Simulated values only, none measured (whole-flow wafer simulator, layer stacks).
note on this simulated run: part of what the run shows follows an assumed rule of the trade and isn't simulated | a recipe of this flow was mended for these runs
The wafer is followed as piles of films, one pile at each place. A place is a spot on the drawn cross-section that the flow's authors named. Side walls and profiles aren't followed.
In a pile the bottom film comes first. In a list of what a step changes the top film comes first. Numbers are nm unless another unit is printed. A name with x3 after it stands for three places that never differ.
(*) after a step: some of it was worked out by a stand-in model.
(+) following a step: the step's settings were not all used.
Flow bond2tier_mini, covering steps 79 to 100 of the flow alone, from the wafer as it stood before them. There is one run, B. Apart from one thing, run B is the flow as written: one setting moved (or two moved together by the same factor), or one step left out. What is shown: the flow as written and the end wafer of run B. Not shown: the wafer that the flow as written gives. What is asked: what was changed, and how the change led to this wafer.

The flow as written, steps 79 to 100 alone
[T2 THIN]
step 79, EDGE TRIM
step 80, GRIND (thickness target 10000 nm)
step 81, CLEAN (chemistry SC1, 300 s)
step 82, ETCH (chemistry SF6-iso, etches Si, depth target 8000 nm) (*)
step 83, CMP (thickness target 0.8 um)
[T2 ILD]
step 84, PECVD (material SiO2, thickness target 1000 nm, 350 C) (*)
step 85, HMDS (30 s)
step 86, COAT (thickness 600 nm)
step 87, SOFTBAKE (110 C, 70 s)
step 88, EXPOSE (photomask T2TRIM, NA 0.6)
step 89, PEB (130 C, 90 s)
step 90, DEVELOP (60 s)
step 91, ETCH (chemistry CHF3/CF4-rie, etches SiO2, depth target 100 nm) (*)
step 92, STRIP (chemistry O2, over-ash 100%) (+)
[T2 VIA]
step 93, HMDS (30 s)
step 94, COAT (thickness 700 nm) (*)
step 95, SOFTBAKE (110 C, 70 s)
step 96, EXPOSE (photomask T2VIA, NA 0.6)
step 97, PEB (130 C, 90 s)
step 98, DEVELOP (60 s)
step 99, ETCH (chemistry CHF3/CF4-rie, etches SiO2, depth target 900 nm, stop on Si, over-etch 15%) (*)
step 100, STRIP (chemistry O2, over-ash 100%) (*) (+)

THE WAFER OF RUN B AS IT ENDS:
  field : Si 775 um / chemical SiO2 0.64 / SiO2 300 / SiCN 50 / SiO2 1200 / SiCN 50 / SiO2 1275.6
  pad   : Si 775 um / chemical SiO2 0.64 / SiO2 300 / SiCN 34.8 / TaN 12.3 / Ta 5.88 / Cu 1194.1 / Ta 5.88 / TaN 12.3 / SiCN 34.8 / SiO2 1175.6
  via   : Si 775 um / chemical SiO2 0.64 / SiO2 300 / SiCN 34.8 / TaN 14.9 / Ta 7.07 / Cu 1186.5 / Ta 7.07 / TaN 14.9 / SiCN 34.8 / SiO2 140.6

Cause: step 80, GRIND: thickness target 5500 nm was run, though the flow has thickness target 10000 nm.

The path from the change to this, step by step:
  step 80, GRIND (thickness target 10000 nm)
      field, pad, via: -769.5 um Si (as written it would have been: -765 um Si)
  step 82, ETCH (chemistry SF6-iso, etches Si, depth target 8000 nm) (*)
      field, pad, via: -0.6 chemical SiO2 (all of it), -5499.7 Si (all of it), -0.64 chemical SiO2 (all of it), -24.4 SiO2 (as written it would have been: -0.6 chemical SiO2 (all of it), -8000 Si)
  step 83, CMP (thickness target 0.8 um)
      field, pad, via: nothing (as written it would have been: -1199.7 Si)
  step 84, PECVD (material SiO2, thickness target 1000 nm, 350 C) (*)
      field, pad, via: +1000 SiO2 (as written it would have been: +1000 SiO2 (new film))
  step 99, ETCH (chemistry CHF3/CF4-rie, etches SiO2, depth target 900 nm, stop on Si, over-etch 15%) (*)
      via: -1035 SiO2 (as written it would have been: -900 SiO2 (all of it), -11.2 Si)
